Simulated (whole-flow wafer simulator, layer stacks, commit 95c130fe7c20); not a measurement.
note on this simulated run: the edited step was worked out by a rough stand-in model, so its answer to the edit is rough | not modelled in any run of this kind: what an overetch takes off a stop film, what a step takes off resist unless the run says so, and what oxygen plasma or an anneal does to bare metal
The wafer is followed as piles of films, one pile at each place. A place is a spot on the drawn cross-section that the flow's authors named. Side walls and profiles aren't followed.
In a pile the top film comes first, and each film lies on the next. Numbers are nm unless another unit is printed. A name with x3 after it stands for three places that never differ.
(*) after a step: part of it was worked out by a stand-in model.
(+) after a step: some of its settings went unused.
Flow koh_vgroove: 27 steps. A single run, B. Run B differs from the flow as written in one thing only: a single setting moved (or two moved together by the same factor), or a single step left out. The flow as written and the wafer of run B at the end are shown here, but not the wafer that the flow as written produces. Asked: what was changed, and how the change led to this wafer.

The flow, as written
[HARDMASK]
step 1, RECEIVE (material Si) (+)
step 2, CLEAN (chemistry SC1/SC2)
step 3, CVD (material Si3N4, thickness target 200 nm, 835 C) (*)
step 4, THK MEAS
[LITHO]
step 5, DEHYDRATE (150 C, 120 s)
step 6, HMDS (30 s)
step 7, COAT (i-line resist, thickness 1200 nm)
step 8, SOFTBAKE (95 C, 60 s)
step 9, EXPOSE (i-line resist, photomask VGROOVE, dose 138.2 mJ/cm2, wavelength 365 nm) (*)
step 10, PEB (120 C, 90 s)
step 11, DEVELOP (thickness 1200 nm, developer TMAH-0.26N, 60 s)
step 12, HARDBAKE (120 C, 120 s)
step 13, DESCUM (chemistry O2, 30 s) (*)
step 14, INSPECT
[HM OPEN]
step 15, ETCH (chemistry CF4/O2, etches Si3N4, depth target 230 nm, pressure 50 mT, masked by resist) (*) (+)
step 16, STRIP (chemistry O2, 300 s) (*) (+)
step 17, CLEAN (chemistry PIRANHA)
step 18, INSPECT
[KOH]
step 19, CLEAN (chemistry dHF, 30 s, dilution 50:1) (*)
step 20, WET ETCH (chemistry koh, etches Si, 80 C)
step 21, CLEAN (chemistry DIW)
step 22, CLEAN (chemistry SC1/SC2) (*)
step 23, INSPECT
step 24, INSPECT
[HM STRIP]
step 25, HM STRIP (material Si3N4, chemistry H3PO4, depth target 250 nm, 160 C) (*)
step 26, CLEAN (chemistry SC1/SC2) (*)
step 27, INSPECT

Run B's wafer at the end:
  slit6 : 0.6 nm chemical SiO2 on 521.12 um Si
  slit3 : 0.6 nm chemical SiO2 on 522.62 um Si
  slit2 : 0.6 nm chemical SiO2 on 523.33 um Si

Cause: step 15, ETCH: depth target 356 nm was run, whereas the flow has depth target 230 nm.

How this came from the change, step by step:
  step 15, ETCH (chemistry CF4/O2, etches Si3N4, depth target 230 nm, pressure 50 mT, masked by resist) (*) (+)
      slit3, slit2, slit6, slit20: Si3N4 loses 200 (all of it), chemical SiO2 loses 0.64 (all of it), Si loses 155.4 (it would be, as written: Si3N4 loses 200 (all of it), chemical SiO2 loses 0.64 (all of it), Si loses 29.4)
      field: i-line resist loses 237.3 (it would be, as written: i-line resist loses 153.3)
  step 16, STRIP (chemistry O2, 300 s) (*) (+)
      field: i-line resist loses 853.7 (all of it) (it would be, as written: i-line resist loses 937.7 (all of it))
